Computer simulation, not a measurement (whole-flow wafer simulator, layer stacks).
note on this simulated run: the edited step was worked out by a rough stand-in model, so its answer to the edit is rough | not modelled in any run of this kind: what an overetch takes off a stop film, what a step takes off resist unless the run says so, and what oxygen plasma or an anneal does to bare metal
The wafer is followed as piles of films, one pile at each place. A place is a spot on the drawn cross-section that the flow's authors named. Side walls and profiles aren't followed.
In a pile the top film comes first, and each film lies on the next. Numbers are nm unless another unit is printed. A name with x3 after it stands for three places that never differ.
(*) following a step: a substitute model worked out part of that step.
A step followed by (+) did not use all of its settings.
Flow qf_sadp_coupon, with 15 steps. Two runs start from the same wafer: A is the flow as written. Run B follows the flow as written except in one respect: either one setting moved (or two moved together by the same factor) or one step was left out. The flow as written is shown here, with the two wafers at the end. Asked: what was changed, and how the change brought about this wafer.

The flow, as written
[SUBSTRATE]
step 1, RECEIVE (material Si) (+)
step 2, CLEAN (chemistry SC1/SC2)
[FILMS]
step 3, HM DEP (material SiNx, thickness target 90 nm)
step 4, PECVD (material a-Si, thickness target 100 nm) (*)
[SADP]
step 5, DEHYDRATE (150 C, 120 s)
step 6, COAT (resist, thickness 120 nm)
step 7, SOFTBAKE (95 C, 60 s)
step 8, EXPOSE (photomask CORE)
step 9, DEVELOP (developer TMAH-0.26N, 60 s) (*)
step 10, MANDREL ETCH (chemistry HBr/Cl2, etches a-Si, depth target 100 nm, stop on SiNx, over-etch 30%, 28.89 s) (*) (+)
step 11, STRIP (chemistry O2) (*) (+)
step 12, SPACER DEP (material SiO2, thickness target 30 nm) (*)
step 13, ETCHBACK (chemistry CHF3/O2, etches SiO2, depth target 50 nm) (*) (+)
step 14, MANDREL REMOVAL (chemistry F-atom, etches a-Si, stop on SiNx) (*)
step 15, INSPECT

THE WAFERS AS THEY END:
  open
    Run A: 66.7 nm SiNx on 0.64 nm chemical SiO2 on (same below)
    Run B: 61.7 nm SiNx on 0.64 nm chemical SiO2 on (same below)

What caused this: step 4, PECVD: thickness target 65 nm was run, while the flow as written has thickness target 100 nm.

Step by step, how the change led to this:
  step 4, PECVD (material a-Si, thickness target 100 nm) (*)
      m, open: A +100 a-Si (new film) | B +65 a-Si (new film)
  step 10, MANDREL ETCH (chemistry HBr/Cl2, etches a-Si, depth target 100 nm, stop on SiNx, over-etch 30%, 28.89 s) (*) (+)
      open: A -100 a-Si (all of it), -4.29 SiNx | B -65 a-Si (all of it), -9.29 SiNx
  step 14, MANDREL REMOVAL (chemistry F-atom, etches a-Si, stop on SiNx) (*)
      m: A -95.8 a-Si (all of it) | B -60.8 a-Si (all of it)
